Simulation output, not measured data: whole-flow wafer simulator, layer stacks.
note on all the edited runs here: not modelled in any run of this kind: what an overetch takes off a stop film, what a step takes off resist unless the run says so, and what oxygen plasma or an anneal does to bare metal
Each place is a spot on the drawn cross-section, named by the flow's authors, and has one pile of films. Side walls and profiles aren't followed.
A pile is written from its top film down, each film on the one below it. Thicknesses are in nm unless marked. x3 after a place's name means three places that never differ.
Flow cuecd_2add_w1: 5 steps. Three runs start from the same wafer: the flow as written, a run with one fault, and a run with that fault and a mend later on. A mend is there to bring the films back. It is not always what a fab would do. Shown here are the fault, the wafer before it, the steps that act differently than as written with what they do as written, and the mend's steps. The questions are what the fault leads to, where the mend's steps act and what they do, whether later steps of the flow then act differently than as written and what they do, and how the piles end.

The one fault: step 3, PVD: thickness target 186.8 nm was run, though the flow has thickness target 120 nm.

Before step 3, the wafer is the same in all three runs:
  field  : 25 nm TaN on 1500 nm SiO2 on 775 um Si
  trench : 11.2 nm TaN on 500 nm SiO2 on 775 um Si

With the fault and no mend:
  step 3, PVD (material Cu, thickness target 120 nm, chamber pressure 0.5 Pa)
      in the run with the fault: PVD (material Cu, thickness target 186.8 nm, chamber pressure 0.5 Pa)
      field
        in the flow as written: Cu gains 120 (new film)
        in the run with the fault: Cu gains 186.8 (new film)
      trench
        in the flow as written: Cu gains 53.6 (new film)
        in the run with the fault: Cu gains 81.6 (new film)
  Later steps of the flow that are run all act as written at every place that is followed, up to a difference of at most 2% or 0.5 nm, whichever is larger.
  By the end, the piles at field, trench depart from the flow's by more than 2% or 0.5 nm, whichever is larger.
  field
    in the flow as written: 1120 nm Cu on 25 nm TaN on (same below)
    in the run with the fault: 1186.8 nm Cu on 25 nm TaN on (same below)
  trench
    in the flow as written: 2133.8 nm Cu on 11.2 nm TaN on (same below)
    in the run with the fault: 2200.6 nm Cu on 11.2 nm TaN on (same below)

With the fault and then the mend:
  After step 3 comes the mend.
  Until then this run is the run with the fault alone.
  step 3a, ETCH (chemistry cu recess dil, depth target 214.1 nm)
      field
        Cu loses 186.8 (all of it)
      trench
        Cu loses 81.6 (all of it)
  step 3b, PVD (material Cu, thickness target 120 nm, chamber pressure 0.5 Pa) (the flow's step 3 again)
      field
        Cu gains 120 (new film)
      trench
        Cu gains 53.6 (new film)
  Later steps of the flow that are run all act as written at every place that is followed.
  At every place that both follow, the piles at the end match the flow's.
